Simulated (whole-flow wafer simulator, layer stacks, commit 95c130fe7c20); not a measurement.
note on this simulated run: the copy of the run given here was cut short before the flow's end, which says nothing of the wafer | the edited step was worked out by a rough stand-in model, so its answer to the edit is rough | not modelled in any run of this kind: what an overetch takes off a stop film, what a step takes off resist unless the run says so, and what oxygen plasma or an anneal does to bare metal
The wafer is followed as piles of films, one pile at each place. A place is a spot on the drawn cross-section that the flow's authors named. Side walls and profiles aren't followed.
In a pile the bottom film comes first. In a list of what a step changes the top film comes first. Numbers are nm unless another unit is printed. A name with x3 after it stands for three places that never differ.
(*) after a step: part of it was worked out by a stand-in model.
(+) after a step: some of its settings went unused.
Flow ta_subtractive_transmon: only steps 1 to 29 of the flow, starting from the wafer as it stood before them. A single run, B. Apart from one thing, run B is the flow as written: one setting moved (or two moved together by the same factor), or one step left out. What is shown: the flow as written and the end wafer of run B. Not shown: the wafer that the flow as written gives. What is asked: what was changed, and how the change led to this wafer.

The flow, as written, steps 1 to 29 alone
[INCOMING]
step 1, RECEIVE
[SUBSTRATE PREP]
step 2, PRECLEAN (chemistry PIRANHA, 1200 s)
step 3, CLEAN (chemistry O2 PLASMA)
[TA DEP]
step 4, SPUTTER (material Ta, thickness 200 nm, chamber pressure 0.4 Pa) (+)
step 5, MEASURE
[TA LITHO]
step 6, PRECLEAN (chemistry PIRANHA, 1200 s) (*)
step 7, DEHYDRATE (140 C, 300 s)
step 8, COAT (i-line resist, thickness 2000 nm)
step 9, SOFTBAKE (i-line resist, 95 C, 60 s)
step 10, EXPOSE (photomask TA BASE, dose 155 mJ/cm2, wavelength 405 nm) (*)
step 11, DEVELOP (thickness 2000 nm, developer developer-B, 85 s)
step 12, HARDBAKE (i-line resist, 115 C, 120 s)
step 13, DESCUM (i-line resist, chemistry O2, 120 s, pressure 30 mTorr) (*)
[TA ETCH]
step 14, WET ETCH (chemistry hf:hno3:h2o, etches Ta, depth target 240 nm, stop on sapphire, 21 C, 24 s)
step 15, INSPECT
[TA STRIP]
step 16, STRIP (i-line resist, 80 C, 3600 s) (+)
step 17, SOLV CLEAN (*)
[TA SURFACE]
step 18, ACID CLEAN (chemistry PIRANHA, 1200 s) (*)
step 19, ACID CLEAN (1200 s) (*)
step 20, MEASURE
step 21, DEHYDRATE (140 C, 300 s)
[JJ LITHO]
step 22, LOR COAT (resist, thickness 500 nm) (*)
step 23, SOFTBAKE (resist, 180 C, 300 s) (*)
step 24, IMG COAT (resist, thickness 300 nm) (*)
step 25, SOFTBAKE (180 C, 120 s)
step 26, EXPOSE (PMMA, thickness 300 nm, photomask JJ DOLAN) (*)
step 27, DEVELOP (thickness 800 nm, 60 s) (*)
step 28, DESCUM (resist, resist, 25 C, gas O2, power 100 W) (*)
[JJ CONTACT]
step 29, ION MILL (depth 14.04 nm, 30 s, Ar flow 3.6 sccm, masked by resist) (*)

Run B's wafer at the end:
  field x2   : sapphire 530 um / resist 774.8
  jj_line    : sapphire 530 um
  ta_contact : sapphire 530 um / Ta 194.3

What caused this: step 29, ION MILL: depth 8.071 nm was run, though the flow has depth 14.04 nm; step 29, ION MILL: 17.2 s was run, where the flow has 30 s.

The path from the change to this, step by step:
  step 29, ION MILL (depth 14.04 nm, 30 s, Ar flow 3.6 sccm, masked by resist) (*)
      field x2, ta_pad: resist loses 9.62 (as written it would have been: resist loses 16.8)
      jj_line, lead: sapphire loses 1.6 (as written it would have been: sapphire loses 2.8)
      (as well as at 1 more place)
